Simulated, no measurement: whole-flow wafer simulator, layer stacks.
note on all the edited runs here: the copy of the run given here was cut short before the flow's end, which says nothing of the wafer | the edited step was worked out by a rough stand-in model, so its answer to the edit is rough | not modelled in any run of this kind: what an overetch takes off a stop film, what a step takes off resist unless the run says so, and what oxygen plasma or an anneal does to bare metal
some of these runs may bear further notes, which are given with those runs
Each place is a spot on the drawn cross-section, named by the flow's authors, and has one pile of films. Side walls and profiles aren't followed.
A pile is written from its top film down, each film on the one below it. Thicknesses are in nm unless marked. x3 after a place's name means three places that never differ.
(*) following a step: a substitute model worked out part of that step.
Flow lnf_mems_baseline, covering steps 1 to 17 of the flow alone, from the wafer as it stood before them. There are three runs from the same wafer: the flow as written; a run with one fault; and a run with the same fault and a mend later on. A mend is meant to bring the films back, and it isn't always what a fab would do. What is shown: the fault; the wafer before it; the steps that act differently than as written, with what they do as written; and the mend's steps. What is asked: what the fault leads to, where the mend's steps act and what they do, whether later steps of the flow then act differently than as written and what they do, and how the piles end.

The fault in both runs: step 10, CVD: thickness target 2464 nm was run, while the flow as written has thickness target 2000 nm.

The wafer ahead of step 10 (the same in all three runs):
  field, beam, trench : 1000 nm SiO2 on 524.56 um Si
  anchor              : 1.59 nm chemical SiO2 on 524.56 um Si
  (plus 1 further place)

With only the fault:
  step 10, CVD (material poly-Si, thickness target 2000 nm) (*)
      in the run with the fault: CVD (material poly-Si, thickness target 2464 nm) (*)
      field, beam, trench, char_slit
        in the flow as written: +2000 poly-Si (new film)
        in the run with the fault: +2464 poly-Si (new film)
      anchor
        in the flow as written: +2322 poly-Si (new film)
        in the run with the fault: +2953.9 poly-Si (new film)
  Later steps of the flow acting differently than as written (1 other step is not shown; it differs only slightly, by no more than 2% or 0.5 nm, whichever is larger):
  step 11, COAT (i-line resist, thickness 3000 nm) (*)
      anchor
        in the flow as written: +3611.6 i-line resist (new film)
        in the run with the fault: +3453 i-line resist (new film)
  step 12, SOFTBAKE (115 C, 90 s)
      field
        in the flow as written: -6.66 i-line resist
        in the run with the fault: -5.79 i-line resist
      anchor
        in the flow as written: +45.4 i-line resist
        in the run with the fault: +38.8 i-line resist
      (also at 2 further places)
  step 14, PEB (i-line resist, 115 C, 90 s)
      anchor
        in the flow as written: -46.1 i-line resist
        in the run with the fault: -43.2 i-line resist
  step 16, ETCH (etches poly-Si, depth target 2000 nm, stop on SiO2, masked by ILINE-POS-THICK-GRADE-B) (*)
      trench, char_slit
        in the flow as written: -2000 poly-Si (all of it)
        in the run with the fault: -2000 poly-Si
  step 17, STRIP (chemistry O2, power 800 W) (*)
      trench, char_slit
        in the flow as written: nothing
        in the run with the fault: +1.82 chemical SiO2 (new film), -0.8 poly-Si
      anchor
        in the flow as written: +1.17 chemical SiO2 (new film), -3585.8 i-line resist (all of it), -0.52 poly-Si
        in the run with the fault: +1.16 chemical SiO2 (new film), -3423.5 i-line resist (all of it), -0.51 poly-Si
  At field, anchor, beam, trench, char_slit, the piles at the end differ from the flow's by more than 2% or 0.5 nm, whichever is larger.
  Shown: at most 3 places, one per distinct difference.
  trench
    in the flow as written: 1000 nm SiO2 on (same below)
    in the run with the fault: 1.82 nm chemical SiO2 on 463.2 nm poly-Si on 1000 nm SiO2 on (same below)
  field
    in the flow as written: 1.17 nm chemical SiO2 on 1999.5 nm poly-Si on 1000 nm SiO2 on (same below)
    in the run with the fault: 1.16 nm chemical SiO2 on 2463.5 nm poly-Si on 1000 nm SiO2 on (same below)
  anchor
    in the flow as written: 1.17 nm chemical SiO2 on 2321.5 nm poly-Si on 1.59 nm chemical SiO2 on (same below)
    in the run with the fault: 1.16 nm chemical SiO2 on 2953.4 nm poly-Si on 1.59 nm chemical SiO2 on (same below)

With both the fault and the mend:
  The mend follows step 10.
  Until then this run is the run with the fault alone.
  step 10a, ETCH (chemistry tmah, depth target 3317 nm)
      field, beam, trench, char_slit
        -2464 poly-Si (all of it)
      anchor
        -2953.9 poly-Si (all of it)
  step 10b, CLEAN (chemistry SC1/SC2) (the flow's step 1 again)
      does not change any film at any place that is followed
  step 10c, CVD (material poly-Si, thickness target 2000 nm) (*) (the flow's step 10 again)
      field, beam, trench, char_slit
        +2000 poly-Si (new film)
      anchor
        +2322 poly-Si (new film)
  Later steps of the flow that are run all act as written at every place that is followed.
  The piles end the same as the flow's at every place that both follow.
